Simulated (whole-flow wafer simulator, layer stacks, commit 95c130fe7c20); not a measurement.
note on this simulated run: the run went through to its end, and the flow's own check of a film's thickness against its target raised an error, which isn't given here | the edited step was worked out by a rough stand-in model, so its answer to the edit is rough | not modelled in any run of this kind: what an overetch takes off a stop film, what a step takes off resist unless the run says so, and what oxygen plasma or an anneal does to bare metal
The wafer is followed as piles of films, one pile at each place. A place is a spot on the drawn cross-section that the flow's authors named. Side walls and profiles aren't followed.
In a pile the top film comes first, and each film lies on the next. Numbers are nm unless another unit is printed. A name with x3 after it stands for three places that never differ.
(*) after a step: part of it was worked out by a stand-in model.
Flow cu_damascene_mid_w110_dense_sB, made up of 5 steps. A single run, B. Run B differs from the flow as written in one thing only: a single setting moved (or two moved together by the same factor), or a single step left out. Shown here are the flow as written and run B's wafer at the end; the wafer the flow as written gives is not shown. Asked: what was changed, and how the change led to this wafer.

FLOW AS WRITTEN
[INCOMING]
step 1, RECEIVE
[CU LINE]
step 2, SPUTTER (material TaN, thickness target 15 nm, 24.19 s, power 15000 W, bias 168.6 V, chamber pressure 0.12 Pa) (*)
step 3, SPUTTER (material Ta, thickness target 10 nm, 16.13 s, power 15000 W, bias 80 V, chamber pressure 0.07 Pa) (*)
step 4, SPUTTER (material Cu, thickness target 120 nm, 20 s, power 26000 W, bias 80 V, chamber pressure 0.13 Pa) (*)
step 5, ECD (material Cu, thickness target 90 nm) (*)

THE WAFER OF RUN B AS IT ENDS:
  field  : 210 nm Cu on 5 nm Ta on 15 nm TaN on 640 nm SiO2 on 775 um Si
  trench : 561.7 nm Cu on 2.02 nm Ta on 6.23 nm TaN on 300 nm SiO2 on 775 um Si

The reason: step 3, SPUTTER: thickness target 5 nm was run, while the flow as written has thickness target 10 nm; step 3, SPUTTER: 8.06 s was run, where the flow has 16.13 s.
One can read it off the wafer: field has Ta 5, and step 3 as written asks for 10 nm.

Step by step, how the change led to this:
  step 3, SPUTTER (material Ta, thickness target 10 nm, 16.13 s, power 15000 W, bias 80 V, chamber pressure 0.07 Pa) (*)
      field: Ta gains 5 (new film) (as written it would have been: Ta gains 10 (new film))
      trench: Ta gains 2.02 (new film) (as written it would have been: Ta gains 4.05 (new film))
